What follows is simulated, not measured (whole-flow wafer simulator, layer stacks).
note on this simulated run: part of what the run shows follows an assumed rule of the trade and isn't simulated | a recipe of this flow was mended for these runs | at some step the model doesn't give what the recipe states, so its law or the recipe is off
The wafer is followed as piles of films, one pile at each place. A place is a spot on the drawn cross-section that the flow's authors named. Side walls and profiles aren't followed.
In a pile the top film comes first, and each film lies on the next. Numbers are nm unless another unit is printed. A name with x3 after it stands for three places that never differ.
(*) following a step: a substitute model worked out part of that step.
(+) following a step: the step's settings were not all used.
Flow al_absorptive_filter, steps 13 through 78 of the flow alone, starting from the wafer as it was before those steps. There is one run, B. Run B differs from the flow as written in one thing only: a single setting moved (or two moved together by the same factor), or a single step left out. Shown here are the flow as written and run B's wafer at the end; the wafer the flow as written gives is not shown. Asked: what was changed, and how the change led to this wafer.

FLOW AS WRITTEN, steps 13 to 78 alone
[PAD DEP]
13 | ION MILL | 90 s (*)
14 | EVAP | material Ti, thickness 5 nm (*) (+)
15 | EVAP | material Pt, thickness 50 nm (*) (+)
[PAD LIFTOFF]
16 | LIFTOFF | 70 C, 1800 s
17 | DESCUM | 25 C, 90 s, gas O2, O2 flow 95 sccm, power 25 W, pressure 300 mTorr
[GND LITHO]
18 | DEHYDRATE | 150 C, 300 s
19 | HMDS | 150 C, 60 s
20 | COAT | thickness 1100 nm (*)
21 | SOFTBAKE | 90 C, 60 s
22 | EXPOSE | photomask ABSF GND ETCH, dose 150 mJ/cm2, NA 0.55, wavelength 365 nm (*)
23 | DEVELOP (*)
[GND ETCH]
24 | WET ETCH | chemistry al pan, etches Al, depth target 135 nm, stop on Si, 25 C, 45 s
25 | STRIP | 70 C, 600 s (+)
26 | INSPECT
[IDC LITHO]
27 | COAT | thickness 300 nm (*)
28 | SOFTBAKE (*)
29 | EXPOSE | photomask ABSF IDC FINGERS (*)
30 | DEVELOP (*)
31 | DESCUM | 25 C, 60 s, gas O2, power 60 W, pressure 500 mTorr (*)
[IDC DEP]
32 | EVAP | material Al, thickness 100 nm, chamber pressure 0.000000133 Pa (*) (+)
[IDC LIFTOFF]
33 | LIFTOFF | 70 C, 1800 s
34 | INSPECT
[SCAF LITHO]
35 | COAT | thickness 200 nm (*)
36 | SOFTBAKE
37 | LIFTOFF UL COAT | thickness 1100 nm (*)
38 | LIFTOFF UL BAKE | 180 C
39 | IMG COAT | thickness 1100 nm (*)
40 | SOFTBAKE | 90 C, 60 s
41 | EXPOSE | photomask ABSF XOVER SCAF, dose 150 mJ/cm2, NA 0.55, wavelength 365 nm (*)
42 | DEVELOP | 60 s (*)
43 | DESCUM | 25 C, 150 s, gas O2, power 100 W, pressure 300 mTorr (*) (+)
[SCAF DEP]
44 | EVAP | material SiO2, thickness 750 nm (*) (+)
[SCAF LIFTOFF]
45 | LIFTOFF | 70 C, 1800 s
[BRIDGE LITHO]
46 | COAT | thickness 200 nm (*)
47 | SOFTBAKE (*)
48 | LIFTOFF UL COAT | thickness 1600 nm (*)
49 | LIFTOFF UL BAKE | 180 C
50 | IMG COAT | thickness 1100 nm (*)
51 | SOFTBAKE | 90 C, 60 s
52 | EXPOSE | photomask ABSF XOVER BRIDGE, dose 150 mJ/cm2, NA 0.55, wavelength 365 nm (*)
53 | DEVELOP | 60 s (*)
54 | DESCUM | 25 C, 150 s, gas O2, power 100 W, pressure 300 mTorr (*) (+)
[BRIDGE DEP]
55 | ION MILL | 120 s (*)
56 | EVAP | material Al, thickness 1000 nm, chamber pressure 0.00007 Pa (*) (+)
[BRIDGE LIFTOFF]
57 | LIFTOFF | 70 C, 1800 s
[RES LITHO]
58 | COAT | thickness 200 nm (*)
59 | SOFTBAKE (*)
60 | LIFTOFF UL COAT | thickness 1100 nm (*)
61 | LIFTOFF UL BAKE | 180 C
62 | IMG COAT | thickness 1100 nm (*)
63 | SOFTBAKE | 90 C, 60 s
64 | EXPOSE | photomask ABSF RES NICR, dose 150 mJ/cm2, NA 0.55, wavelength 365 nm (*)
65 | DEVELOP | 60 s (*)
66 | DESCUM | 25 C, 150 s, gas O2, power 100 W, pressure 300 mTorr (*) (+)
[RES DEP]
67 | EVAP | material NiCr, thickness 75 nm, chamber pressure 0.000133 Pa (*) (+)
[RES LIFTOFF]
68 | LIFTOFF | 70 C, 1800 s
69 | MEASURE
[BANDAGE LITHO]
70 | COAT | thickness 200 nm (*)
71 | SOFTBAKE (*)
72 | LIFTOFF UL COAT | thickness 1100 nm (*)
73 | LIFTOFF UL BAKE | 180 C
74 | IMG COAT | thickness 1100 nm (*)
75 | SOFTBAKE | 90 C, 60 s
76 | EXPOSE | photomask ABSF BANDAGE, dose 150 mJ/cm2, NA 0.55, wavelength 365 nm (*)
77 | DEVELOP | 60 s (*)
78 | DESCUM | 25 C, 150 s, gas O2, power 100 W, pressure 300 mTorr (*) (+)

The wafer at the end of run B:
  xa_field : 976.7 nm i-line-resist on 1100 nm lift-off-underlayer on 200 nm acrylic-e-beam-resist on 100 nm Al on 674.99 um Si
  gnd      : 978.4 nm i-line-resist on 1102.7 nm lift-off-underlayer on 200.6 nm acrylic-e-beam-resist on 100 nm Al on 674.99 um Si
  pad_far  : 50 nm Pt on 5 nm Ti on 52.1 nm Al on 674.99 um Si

The reason: step 13, ION MILL: 103 s was run, while the flow as written has 90 s.

How this came from the change, step by step:
  13 | ION MILL | 90 s (*)
      gnd, ledge, res and 9 more: i-line-resist loses 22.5 (in the flow as written it would be: i-line-resist loses 19.6)
      pad_far, pad_near: Al loses 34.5 (in the flow as written it would be: Al loses 30.2)
